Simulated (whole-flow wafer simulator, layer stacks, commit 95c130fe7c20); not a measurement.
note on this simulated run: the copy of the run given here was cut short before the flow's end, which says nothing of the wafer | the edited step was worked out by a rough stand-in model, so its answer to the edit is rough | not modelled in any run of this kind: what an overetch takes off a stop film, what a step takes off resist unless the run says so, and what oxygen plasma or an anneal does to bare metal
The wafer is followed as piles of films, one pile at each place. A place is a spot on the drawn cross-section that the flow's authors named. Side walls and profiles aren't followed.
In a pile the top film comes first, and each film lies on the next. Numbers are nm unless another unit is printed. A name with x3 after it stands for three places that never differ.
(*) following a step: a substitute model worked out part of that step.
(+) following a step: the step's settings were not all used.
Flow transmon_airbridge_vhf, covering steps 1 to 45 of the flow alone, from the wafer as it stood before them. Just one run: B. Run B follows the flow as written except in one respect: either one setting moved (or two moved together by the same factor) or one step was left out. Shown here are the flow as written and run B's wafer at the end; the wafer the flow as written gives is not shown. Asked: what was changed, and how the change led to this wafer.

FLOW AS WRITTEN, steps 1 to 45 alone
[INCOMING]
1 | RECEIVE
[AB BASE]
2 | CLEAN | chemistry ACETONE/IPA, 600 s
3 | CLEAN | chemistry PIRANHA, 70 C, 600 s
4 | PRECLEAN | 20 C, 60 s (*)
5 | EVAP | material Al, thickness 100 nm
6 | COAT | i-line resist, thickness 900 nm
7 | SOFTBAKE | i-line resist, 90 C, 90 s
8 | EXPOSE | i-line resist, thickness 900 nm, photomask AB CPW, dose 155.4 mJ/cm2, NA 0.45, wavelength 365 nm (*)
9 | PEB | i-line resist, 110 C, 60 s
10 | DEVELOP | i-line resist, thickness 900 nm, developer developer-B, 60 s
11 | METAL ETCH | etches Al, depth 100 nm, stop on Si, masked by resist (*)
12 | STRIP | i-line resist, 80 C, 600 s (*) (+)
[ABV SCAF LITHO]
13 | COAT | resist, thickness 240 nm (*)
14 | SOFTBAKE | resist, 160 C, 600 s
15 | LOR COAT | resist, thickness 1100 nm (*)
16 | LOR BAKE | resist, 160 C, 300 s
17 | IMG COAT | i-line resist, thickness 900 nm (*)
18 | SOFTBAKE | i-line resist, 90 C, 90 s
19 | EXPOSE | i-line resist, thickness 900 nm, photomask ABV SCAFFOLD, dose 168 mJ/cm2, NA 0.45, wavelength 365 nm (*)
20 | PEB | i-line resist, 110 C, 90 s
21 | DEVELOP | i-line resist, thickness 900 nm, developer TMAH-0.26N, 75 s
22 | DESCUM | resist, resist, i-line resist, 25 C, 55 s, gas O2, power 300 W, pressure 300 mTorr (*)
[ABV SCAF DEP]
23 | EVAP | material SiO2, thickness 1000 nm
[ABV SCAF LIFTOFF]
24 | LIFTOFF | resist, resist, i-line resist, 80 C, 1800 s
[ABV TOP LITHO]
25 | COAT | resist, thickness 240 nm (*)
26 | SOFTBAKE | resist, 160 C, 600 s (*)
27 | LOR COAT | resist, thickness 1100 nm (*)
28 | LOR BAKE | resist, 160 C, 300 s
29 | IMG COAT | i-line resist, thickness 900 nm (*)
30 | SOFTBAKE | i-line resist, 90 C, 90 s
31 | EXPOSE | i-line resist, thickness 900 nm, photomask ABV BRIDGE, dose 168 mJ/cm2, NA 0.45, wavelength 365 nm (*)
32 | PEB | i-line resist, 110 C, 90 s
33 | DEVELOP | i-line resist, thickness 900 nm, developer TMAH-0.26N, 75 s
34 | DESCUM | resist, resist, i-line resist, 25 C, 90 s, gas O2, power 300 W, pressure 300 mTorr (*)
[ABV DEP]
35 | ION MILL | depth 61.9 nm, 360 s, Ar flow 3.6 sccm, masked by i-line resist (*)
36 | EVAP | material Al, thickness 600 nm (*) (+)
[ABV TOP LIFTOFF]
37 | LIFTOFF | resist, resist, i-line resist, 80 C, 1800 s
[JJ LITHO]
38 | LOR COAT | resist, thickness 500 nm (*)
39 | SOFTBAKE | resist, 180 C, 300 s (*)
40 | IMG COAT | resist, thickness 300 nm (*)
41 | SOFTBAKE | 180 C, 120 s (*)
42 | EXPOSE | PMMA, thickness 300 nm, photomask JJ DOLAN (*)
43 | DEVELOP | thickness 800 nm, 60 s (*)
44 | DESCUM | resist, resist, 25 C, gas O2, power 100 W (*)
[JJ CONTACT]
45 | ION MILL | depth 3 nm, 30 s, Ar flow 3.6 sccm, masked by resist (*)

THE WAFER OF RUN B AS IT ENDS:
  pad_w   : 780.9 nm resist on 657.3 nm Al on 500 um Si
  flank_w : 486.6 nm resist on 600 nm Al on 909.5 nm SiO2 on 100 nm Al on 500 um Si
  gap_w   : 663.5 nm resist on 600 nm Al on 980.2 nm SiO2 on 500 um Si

The reason: step 35, ION MILL: 198 s was run, whereas the flow has 360 s.

Step by step, how the change led to this:
  35 | ION MILL | depth 61.9 nm, 360 s, Ar flow 3.6 sccm, masked by i-line resist (*)
      field x3, jj_line, ground_far, trace_open_s x2, margin_s, margin_n: -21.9 i-line resist (it would be, as written: -39.7 i-line resist)
      flank_w, gap_w, cpw_trace, gap_e, flank_e, bridge_strip: -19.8 SiO2 (it would be, as written: -36 SiO2)
      (as well as at 2 more places)
  37 | LIFTOFF | resist, resist, i-line resist, 80 C, 1800 s
      field x3, jj_line, trace_open_s x2: -600 Al (all of it), -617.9 i-line resist (all of it), -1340 resist (all of it) (it would be, as written: -600 Al (all of it), -600 i-line resist (all of it), -1340 resist (all of it))
      margin_s, margin_n: -600 Al (all of it), -336.2 i-line resist (all of it), -992 resist (all of it) (it would be, as written: -600 Al (all of it), -318.3 i-line resist (all of it), -992 resist (all of it))
      (as well as at 1 more place)
